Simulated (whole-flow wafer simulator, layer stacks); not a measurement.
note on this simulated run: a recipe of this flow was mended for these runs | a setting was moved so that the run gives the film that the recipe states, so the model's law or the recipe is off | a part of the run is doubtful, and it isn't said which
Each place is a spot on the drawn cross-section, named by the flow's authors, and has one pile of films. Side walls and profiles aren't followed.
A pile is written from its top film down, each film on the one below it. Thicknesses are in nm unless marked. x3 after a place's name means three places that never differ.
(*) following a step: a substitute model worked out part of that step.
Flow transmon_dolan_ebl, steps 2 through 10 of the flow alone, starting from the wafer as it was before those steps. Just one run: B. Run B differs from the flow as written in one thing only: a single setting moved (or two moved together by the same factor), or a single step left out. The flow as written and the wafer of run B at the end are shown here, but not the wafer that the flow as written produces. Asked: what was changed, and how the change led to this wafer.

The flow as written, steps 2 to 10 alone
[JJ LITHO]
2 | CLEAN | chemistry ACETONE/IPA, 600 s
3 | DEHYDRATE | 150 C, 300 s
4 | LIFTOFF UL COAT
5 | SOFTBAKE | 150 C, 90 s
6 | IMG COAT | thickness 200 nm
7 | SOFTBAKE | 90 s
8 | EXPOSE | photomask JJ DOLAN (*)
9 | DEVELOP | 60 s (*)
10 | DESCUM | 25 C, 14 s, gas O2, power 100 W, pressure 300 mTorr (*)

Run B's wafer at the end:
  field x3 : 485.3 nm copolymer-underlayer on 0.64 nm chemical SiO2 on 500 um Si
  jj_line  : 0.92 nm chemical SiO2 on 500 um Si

Cause: step 6, IMG COAT: thickness 200 nm, was omitted.

How this came from the change, step by step:
  9 | DEVELOP | 60 s (*)
      jj_line: -500 copolymer-underlayer (all of it) (in the flow as written it would be: -200 acrylic-e-beam-resist (all of it), -500 copolymer-underlayer (all of it))
  10 | DESCUM | 25 C, 14 s, gas O2, power 100 W, pressure 300 mTorr (*)
      field x3: -14.7 copolymer-underlayer (in the flow as written it would be: -14.7 acrylic-e-beam-resist)
